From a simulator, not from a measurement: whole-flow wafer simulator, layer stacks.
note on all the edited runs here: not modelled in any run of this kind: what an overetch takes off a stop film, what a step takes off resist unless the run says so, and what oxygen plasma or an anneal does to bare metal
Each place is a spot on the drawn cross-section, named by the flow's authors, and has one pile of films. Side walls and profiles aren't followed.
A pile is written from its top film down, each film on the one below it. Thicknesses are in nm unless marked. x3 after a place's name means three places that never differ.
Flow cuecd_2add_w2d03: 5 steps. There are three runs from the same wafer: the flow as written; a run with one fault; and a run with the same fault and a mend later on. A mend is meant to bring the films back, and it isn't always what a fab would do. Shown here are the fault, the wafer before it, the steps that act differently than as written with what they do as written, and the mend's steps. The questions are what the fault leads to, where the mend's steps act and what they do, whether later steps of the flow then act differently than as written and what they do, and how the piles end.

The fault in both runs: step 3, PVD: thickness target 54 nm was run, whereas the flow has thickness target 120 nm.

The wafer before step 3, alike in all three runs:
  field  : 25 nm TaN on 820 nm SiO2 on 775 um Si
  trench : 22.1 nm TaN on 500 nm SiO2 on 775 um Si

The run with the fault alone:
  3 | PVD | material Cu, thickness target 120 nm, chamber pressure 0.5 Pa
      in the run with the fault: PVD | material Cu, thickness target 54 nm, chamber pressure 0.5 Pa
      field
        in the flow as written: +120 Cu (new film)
        in the run with the fault: +54 Cu (new film)
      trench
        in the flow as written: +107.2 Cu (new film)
        in the run with the fault: +48.1 Cu (new film)
  Every later step of the flow that is run acts as written at every place that is followed.
  The piles end different from the flow's at field, trench by more than 2% or 0.5 nm, whichever is larger.
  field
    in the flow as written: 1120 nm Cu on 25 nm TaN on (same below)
    in the run with the fault: 1054 nm Cu on 25 nm TaN on (same below)
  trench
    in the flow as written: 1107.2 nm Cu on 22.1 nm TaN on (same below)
    in the run with the fault: 1048.1 nm Cu on 22.1 nm TaN on (same below)

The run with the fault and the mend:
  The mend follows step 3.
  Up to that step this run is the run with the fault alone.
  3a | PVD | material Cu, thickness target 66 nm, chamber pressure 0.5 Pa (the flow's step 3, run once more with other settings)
      field
        +66 Cu
      trench
        +58.6 Cu
  Every later step of the flow that is run acts as written at every place that is followed.
  At the end the piles are close to the flow's at the places that both follow, differing by at most 2% or 0.5 nm, whichever is larger.
